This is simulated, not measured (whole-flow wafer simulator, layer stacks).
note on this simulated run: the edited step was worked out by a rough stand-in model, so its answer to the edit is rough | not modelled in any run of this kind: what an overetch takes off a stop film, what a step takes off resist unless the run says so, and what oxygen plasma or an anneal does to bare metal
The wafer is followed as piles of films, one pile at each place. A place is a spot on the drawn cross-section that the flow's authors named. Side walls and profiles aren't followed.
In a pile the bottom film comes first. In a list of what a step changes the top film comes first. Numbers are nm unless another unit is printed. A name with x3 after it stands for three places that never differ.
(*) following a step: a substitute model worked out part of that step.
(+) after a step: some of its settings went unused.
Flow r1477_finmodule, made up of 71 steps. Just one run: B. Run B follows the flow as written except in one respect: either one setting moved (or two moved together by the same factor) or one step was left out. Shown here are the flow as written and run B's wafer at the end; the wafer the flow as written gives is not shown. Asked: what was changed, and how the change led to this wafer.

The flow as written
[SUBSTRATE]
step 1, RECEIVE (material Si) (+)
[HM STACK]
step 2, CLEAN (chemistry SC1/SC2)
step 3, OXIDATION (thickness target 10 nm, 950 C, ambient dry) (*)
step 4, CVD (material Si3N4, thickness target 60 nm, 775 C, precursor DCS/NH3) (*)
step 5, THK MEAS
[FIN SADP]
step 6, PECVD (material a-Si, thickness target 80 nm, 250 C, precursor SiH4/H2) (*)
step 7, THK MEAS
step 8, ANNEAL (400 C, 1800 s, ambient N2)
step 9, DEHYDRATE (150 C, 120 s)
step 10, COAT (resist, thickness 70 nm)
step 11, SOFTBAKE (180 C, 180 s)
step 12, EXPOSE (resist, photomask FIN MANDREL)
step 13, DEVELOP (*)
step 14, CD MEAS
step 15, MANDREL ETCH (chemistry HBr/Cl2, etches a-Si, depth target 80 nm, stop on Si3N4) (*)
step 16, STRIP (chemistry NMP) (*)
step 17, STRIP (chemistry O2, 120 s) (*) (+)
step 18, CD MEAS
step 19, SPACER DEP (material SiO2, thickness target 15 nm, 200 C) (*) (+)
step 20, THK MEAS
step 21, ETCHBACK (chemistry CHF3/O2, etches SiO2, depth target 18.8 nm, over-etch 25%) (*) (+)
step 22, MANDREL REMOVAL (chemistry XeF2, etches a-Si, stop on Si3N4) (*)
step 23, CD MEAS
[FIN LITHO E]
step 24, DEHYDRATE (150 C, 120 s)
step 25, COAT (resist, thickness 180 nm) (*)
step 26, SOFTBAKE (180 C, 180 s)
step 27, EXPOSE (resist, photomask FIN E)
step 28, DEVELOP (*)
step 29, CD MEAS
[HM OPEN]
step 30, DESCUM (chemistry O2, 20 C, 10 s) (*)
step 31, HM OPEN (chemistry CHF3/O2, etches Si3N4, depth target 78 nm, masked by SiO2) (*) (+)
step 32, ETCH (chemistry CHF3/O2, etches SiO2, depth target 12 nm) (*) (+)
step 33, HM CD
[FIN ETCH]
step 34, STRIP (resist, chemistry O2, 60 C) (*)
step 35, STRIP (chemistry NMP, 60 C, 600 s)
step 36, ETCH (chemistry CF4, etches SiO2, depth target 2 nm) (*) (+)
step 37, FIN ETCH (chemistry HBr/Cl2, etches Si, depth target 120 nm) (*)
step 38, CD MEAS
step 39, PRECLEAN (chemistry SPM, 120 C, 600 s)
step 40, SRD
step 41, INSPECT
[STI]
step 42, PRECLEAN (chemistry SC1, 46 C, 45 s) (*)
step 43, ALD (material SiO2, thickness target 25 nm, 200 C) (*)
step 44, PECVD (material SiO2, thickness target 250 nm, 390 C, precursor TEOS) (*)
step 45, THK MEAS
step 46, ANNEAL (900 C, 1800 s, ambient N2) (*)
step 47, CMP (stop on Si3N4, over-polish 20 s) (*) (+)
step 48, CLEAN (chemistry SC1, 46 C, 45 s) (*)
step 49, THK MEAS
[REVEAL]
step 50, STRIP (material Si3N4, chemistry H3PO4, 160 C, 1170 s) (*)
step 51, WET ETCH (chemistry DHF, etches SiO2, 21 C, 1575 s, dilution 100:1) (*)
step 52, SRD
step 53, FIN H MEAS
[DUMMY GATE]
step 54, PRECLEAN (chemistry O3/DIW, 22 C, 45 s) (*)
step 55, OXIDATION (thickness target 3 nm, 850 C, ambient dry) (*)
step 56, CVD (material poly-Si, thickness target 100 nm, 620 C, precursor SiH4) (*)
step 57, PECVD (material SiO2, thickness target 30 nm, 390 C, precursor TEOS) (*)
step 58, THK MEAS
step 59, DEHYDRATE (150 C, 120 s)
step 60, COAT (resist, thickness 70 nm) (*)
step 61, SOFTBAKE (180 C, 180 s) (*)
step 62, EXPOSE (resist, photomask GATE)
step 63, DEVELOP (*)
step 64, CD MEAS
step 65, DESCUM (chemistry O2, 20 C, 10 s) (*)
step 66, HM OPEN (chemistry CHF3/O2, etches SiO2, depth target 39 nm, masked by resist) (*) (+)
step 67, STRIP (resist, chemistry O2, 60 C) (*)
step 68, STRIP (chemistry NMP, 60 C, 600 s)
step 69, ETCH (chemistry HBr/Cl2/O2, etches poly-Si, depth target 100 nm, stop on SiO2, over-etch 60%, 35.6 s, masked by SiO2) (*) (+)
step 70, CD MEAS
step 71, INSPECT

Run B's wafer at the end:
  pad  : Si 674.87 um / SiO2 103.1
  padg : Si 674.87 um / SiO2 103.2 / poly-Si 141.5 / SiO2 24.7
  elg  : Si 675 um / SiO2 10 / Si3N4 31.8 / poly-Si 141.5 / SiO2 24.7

Cause: step 56, CVD: thickness target 141.5 nm was run, while the flow as written has thickness target 100 nm.
The wafer lets one read it off: padg has poly-Si 141.5, and step 56 as written asks for 100 nm.

How this came from the change, step by step:
  step 56, CVD (material poly-Si, thickness target 100 nm, 620 C, precursor SiH4) (*)
      pad, padg, elg and 26 more: poly-Si gains 141.5 (new film) (it would be, as written: poly-Si gains 100 (new film))
      s40cg, s40co: poly-Si gains 156 (new film) (it would be, as written: poly-Si gains 113.9 (new film))
      (as well as at 5 more places)
  step 67, STRIP (resist, chemistry O2, 60 C) (*)
      s45cg: resist loses 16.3 (all of it) (it would be, as written: resist loses 16.9 (all of it))
      s50cg: resist loses 16.6 (all of it) (it would be, as written: resist loses 17.4 (all of it))
  step 69, ETCH (chemistry HBr/Cl2/O2, etches poly-Si, depth target 100 nm, stop on SiO2, over-etch 60%, 35.6 s, masked by SiO2) (*) (+)
      elo, e40lo, e100lo, e200lo: chemical SiO2 loses 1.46 (all of it), poly-Si loses 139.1 (all of it) (it would be, as written: chemical SiO2 loses 1.46 (all of it), poly-Si loses 97.6 (all of it), Si3N4 loses 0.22)
      s40co: chemical SiO2 loses 1.46 (all of it), poly-Si loses 153.6 (all of it) (it would be, as written: chemical SiO2 loses 1.46 (all of it), poly-Si loses 111.5 (all of it), SiO2 loses 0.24)
      (as well as at 13 more places)
